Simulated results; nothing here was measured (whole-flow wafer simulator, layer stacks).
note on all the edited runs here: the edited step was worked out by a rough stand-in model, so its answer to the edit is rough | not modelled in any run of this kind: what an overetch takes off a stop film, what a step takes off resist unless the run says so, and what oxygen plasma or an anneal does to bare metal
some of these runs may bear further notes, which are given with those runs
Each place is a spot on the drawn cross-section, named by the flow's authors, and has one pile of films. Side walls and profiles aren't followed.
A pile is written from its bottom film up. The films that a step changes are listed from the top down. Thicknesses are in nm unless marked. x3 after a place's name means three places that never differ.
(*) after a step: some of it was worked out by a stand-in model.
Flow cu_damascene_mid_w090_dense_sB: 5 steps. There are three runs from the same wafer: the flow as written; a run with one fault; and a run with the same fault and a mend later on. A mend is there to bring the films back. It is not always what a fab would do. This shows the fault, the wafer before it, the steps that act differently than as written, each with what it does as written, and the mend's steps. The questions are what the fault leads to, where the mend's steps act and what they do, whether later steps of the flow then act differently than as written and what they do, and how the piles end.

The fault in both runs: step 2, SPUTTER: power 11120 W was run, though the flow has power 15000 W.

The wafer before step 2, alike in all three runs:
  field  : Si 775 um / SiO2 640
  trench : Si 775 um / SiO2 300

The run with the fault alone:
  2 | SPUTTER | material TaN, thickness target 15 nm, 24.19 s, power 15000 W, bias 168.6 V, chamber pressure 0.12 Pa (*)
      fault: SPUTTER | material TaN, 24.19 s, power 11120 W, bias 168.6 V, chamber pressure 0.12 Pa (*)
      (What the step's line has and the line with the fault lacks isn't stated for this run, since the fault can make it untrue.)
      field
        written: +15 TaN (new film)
        fault: +11.1 TaN (new film)
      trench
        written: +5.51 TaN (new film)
        fault: +4.08 TaN (new film)
  Every later step of the flow that is run acts as written, at every place that is followed, to within 2% or 0.5 nm, whichever is larger.
  At field, trench, the piles at the end differ from the flow's by more than 2% or 0.5 nm, whichever is larger.
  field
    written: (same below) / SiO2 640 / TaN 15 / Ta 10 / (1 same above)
    fault: (same below) / SiO2 640 / TaN 11.1 / Ta 10 / (1 same above)
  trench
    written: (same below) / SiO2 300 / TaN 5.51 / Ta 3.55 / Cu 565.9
    fault: (same below) / SiO2 300 / TaN 4.08 / Ta 3.6 / Cu 563.4

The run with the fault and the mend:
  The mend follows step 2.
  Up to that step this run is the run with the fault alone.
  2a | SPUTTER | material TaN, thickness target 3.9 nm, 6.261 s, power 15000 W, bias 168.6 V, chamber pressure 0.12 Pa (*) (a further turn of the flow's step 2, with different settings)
      field
        +3.9 TaN
      trench
        +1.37 TaN
  Every later step of the flow that is run acts as written, at every place that is followed, to within 2% or 0.5 nm, whichever is larger.
  At the end the piles are close to the flow's at the places that both follow, differing by at most 2% or 0.5 nm, whichever is larger.
